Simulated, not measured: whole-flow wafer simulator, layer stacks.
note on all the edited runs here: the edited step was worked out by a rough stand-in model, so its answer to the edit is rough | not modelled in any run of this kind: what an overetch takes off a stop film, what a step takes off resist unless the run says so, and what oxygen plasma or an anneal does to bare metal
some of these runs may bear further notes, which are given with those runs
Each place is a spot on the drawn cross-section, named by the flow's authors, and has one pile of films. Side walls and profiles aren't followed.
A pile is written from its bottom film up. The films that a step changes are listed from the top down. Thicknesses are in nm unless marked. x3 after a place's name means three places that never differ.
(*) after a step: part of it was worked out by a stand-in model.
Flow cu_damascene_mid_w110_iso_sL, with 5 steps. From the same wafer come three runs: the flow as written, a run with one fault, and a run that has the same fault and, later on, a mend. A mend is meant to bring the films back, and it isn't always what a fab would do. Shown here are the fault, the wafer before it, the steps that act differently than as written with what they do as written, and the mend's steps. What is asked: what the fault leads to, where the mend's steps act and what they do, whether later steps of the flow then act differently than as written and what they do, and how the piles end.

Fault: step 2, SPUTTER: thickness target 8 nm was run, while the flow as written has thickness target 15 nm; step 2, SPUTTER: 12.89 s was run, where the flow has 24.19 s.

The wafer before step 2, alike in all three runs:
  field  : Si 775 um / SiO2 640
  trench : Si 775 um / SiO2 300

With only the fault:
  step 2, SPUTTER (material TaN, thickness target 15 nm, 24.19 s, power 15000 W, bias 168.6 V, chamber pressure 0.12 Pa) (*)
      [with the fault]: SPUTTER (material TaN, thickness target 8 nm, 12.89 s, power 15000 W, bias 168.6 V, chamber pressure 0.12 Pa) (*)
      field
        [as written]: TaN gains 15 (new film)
        [with the fault]: TaN gains 8 (new film)
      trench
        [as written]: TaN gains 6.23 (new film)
        [with the fault]: TaN gains 3.32 (new film)
  Steps further on in the flow that do not act as written (2 more steps, not shown, differ only slightly: by at most 2% or 0.5 nm, whichever is larger):
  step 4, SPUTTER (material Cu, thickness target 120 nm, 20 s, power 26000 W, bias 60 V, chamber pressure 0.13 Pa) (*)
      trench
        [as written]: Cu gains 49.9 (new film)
        [with the fault]: Cu gains 51.1 (new film)
  The piles end different from the flow's at field, trench by more than 2% or 0.5 nm, whichever is larger.
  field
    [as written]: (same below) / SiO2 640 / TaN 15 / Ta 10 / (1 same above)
    [with the fault]: (same below) / SiO2 640 / TaN 8 / Ta 10 / (1 same above)
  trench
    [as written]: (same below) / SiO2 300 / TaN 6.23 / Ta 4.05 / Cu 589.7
    [with the fault]: (same below) / SiO2 300 / TaN 3.32 / Ta 4.14 / Cu 585.5

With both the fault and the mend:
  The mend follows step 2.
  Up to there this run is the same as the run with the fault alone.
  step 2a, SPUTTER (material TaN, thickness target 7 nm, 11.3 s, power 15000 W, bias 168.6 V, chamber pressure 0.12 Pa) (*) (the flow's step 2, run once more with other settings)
      field
        TaN gains 7
      trench
        TaN gains 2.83
  Later steps of the flow that are run all act as written at every place that is followed, up to a difference of at most 2% or 0.5 nm, whichever is larger.
  When the end is reached, the piles differ only a little from the flow's at the places that both follow, at most by 2% or 0.5 nm, whichever is larger.
